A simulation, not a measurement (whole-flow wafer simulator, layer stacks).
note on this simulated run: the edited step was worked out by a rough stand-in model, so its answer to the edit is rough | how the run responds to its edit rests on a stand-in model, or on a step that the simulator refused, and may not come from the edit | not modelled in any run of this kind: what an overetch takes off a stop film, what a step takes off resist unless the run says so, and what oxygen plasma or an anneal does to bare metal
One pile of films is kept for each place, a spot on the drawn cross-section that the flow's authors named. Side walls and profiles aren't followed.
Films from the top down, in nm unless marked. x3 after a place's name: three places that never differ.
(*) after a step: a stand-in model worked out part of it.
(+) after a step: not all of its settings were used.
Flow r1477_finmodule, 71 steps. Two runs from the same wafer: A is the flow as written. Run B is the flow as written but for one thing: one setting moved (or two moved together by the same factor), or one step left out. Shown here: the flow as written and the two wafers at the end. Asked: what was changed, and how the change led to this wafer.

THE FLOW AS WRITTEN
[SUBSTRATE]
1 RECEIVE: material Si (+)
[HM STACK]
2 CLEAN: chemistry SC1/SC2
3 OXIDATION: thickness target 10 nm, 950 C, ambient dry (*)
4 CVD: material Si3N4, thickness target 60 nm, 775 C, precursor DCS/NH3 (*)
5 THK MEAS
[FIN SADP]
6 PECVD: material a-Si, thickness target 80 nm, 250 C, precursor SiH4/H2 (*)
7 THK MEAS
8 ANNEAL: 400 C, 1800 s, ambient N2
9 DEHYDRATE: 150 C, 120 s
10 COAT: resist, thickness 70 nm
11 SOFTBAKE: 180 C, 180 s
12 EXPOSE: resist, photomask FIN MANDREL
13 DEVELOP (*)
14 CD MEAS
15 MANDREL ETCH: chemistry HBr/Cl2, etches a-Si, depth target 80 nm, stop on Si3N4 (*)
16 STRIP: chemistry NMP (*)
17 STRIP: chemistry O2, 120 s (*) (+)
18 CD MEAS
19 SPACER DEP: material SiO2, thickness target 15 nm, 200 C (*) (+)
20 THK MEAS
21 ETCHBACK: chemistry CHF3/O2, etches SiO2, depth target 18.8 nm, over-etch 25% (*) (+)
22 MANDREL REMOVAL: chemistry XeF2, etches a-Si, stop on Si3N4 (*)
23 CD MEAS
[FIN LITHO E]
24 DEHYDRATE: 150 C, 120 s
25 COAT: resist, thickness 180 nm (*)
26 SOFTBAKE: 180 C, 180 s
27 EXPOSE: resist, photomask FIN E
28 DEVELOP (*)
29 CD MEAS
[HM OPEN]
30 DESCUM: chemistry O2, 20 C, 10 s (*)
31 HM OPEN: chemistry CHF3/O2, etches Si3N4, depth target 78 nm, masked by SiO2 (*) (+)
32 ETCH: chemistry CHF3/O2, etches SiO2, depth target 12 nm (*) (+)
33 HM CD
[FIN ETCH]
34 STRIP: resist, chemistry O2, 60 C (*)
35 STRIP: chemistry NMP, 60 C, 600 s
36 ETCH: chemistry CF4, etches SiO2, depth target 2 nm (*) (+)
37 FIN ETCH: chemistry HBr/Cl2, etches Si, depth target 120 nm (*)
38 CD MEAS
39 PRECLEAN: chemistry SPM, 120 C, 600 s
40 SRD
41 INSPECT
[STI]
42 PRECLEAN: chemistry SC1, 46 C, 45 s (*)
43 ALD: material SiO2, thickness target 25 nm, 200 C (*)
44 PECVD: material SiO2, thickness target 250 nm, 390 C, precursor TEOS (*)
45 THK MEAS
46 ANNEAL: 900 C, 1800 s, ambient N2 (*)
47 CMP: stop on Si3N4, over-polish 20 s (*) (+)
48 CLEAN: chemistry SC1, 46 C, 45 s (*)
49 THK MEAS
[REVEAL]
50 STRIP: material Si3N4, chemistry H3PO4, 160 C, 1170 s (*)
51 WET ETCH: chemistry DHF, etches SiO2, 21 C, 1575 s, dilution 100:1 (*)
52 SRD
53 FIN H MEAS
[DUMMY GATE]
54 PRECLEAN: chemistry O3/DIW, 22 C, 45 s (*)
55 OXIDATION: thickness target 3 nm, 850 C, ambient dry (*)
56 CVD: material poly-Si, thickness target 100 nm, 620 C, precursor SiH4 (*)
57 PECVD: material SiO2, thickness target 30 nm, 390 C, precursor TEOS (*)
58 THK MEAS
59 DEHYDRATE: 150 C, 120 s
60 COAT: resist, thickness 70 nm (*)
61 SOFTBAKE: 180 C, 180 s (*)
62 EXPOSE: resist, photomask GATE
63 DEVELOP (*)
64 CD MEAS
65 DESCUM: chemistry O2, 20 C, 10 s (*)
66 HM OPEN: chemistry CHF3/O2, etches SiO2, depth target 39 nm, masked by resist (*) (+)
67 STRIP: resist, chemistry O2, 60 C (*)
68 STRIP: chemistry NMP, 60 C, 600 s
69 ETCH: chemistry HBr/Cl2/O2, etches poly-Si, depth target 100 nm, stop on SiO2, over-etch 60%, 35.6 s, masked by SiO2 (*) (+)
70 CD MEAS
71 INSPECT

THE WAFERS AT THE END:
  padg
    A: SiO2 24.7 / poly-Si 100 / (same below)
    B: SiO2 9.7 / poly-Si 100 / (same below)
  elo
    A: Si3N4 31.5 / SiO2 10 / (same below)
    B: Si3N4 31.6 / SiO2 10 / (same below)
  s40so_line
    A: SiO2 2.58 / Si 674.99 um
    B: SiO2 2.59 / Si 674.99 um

The cause: step 57, PECVD: thickness target 15 nm was run, where the flow has thickness target 30 nm.

How the change led to this, step by step:
  57 PECVD: material SiO2, thickness target 30 nm, 390 C, precursor TEOS (*)
      pad, padg, elg and 33 more: A SiO2 +30 (new film) | B SiO2 +15 (new film)
  66 HM OPEN: chemistry CHF3/O2, etches SiO2, depth target 39 nm, masked by resist (*) (+)
      pad, elo, eso and 15 more: A SiO2 -30 (all of it), poly-Si -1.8 | B SiO2 -15 (all of it), poly-Si -1.5
      padg, elg, esg and 15 more: A resist -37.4 | B resist -21.6
  67 STRIP: resist, chemistry O2, 60 C (*)
      padg, elg, esg: A resist -15.9 (all of it) | B resist -31.7 (all of it)
      e40lg, e100lg, e200lg: A resist -12.8 (all of it) | B resist -28.6 (all of it)
      (and at 12 more places)
